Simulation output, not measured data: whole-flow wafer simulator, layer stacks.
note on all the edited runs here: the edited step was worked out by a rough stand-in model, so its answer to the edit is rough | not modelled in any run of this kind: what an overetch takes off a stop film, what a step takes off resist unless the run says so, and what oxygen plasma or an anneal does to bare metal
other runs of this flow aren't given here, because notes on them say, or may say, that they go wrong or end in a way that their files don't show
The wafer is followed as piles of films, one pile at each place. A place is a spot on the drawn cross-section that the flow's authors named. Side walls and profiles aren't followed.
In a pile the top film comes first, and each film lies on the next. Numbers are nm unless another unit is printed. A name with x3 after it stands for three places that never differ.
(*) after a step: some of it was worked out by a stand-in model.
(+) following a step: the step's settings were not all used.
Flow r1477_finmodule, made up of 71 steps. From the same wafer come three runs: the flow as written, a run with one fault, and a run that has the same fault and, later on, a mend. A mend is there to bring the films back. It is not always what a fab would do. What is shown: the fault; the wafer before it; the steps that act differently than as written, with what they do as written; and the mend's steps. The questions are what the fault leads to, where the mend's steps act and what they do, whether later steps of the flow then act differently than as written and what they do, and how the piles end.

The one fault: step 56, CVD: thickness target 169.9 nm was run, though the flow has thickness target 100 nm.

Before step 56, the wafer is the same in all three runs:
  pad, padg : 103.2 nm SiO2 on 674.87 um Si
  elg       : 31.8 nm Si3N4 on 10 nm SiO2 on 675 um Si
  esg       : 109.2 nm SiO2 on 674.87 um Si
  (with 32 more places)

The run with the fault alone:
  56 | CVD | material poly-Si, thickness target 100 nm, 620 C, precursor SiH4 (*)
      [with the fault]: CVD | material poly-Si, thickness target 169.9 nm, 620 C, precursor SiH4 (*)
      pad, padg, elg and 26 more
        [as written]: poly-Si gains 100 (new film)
        [with the fault]: poly-Si gains 169.9 (new film)
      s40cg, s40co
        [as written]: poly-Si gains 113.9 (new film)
        [with the fault]: poly-Si gains 184.7 (new film)
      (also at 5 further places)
  Steps further on in the flow that do not act as written (2 more steps, not shown, differ only slightly: by at most 2% or 0.5 nm, whichever is larger):
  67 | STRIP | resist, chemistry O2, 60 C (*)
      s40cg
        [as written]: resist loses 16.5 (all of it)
        [with the fault]: resist loses 15.8 (all of it)
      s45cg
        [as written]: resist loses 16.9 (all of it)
        [with the fault]: resist loses 16.1 (all of it)
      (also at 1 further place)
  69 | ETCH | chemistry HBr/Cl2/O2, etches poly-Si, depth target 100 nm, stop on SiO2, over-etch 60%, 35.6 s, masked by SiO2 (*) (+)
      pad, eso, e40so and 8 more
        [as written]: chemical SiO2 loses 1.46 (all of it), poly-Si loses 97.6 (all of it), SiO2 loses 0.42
        [with the fault]: chemical SiO2 loses 1.46 (all of it), poly-Si loses 160
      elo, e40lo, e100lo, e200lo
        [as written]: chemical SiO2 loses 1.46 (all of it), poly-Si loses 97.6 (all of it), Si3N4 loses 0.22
        [with the fault]: chemical SiO2 loses 1.46 (all of it), poly-Si loses 160
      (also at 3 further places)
  At pad, padg, elg and 33 more, the piles at the end differ from the flow's by more than 2% or 0.5 nm, whichever is larger.
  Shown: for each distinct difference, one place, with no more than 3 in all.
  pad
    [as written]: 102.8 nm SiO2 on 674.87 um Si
    [with the fault]: 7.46 nm poly-Si on 103.2 nm SiO2 on 674.87 um Si
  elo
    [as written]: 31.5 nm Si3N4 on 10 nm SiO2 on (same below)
    [with the fault]: 7.46 nm poly-Si on 31.8 nm Si3N4 on 10 nm SiO2 on (same below)
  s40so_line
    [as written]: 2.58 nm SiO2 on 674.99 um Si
    [with the fault]: 7.46 nm poly-Si on 3 nm SiO2 on 674.99 um Si

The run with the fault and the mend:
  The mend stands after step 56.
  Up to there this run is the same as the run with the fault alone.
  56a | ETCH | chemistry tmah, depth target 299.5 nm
      pad, padg, elg and 26 more
        poly-Si loses 169.9 (all of it)
      s40cg, s40co
        poly-Si loses 184.7 (all of it)
      s45cg, s45co
        poly-Si loses 184.3 (all of it)
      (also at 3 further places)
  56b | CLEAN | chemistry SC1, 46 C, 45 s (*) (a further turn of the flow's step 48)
      s40sg_line, s45sg_line, s50sg_line, s40so_line, s45so_line, s50so_line
        SiO2 loses 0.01
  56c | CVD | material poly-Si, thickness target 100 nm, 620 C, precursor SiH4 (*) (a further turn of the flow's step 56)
      pad, padg, elg and 26 more
        poly-Si gains 100 (new film)
      s40cg, s40co
        poly-Si gains 113.9 (new film)
      s45cg, s45co
        poly-Si gains 113.4 (new film)
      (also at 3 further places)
  Every later step of the flow that is run acts as written, at every place that is followed, to within 2% or 0.5 nm, whichever is larger.
  At the end the piles are close to the flow's at the places that both follow, differing by at most 2% or 0.5 nm, whichever is larger.
